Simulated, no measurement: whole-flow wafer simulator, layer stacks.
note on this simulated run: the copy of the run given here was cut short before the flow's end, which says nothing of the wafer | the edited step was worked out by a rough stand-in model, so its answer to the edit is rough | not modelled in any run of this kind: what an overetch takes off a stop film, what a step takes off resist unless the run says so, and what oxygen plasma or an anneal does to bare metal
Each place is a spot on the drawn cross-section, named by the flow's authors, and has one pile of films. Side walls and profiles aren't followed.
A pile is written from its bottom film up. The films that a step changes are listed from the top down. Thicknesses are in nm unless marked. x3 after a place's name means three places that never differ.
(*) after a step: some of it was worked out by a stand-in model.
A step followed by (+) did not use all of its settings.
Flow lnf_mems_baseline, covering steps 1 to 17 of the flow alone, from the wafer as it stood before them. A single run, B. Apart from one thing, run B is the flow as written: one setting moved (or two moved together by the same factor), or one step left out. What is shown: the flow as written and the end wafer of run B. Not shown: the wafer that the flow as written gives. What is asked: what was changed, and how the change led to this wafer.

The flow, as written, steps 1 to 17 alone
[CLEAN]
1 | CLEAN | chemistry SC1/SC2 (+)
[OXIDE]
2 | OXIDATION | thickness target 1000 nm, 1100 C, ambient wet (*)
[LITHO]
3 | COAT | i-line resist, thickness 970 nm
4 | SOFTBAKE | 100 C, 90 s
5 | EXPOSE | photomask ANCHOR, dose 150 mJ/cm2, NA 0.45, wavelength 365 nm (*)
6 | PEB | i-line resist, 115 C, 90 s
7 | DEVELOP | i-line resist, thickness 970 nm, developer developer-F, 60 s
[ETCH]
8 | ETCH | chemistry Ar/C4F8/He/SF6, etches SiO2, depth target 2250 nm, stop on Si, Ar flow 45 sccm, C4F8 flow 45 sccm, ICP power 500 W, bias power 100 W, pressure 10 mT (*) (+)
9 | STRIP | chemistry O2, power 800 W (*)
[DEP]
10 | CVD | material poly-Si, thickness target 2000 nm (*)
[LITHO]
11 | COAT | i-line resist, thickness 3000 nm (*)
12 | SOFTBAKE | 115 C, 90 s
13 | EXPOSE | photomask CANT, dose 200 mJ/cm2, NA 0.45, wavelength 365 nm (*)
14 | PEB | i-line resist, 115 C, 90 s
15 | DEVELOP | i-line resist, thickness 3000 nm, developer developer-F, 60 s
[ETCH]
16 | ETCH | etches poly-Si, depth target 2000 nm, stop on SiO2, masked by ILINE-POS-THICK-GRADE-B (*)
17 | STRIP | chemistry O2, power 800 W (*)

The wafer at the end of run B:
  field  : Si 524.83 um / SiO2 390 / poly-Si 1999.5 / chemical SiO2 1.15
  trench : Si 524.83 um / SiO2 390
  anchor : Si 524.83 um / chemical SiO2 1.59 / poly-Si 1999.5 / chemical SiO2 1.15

The reason: step 2, OXIDATION: 935 C was run, while the flow as written has 1100 C.

How this came from the change, step by step:
  2 | OXIDATION | thickness target 1000 nm, 1100 C, ambient wet (*)
      field, anchor, beam, trench, char_slit: SiO2 gains 390 (new film), chemical SiO2 loses 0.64 (all of it), Si loses 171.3 (it would be, as written: SiO2 gains 1000 (new film), chemical SiO2 loses 0.64 (all of it), Si loses 439.7)
  8 | ETCH | chemistry Ar/C4F8/He/SF6, etches SiO2, depth target 2250 nm, stop on Si, Ar flow 45 sccm, C4F8 flow 45 sccm, ICP power 500 W, bias power 100 W, pressure 10 mT (*) (+)
      field, beam, trench, char_slit: i-line resist loses 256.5 (it would be, as written: i-line resist loses 561.5)
      anchor: SiO2 loses 390 (all of it) (it would be, as written: SiO2 loses 1000 (all of it))
  9 | STRIP | chemistry O2, power 800 W (*)
      field, beam, trench, char_slit: i-line resist loses 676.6 (all of it) (it would be, as written: i-line resist loses 371.6 (all of it))
  10 | CVD | material poly-Si, thickness target 2000 nm (*)
      anchor: poly-Si gains 2000 (new film) (it would be, as written: poly-Si gains 2322 (new film))
  11 | COAT | i-line resist, thickness 3000 nm (*)
      anchor: i-line resist gains 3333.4 (new film) (it would be, as written: i-line resist gains 3611.6 (new film))
  12 | SOFTBAKE | 115 C, 90 s
      field: i-line resist loses 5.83 (it would be, as written: i-line resist loses 6.66)
      anchor: i-line resist gains 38 (it would be, as written: i-line resist gains 45.4)
      (and at 2 other places as well)
  14 | PEB | i-line resist, 115 C, 90 s
      anchor: i-line resist loses 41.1 (it would be, as written: i-line resist loses 46.1)
  17 | STRIP | chemistry O2, power 800 W (*)
      anchor: chemical SiO2 gains 1.15 (new film), i-line resist loses 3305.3 (all of it), poly-Si loses 0.51 (it would be, as written: chemical SiO2 gains 1.17 (new film), i-line resist loses 3585.8 (all of it), poly-Si loses 0.52)
